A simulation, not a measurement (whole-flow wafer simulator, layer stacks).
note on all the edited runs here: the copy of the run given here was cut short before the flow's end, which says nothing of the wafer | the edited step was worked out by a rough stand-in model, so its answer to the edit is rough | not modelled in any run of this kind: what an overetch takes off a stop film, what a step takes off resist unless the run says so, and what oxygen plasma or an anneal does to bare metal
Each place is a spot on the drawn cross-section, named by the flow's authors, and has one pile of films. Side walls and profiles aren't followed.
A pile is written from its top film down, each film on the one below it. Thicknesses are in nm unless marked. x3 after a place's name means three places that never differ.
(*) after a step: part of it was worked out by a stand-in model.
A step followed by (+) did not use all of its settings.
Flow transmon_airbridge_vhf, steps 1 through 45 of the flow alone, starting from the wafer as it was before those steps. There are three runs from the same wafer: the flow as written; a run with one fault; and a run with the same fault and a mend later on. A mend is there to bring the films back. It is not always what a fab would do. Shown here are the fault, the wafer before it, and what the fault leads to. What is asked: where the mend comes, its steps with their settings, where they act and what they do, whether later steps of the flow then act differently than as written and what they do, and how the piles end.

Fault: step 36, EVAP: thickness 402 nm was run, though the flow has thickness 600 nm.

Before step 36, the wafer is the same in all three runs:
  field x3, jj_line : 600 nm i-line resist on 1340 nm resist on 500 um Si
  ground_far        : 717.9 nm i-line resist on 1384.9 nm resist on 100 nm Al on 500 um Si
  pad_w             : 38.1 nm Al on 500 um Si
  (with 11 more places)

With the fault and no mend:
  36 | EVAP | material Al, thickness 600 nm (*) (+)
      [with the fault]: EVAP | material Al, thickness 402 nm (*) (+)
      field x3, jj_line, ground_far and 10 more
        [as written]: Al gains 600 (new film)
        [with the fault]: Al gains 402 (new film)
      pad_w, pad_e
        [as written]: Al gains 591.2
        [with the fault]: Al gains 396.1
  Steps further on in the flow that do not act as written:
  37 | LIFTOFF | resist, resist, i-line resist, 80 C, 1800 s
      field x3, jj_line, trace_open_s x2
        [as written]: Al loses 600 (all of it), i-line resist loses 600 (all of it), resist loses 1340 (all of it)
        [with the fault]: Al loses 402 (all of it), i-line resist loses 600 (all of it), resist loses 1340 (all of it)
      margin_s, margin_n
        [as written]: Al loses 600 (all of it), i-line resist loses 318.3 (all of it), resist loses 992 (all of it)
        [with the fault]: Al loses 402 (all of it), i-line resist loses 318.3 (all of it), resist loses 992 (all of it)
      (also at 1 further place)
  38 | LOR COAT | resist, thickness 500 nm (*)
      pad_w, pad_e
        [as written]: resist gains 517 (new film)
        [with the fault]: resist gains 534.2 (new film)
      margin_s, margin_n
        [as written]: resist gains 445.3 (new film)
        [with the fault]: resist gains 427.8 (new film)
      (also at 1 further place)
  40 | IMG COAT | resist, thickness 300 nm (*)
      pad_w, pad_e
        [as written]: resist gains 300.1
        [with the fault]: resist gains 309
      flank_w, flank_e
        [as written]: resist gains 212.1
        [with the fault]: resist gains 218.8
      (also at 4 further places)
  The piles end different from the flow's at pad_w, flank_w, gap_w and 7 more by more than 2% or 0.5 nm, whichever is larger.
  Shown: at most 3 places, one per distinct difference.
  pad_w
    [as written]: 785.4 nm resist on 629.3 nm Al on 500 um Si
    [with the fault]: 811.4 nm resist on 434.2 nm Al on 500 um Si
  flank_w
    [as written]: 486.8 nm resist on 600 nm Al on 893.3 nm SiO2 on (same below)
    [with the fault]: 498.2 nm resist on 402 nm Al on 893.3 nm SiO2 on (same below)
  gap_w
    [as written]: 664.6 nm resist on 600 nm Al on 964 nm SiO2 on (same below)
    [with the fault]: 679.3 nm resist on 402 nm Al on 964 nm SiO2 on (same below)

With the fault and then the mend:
  The mend follows step 36.
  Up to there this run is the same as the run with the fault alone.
  36a | EVAP | material Al, thickness 198 nm (*) (+) (the flow's step 36, run once more with other settings)
      field x3, jj_line, ground_far and 10 more
        Al gains 198
      pad_w, pad_e
        Al gains 195.1
  Later steps of the flow that are run all act as written at every place that is followed, up to a difference of at most 2% or 0.5 nm, whichever is larger.
  When the end is reached, the piles differ only a little from the flow's at the places that both follow, at most by 2% or 0.5 nm, whichever is larger.
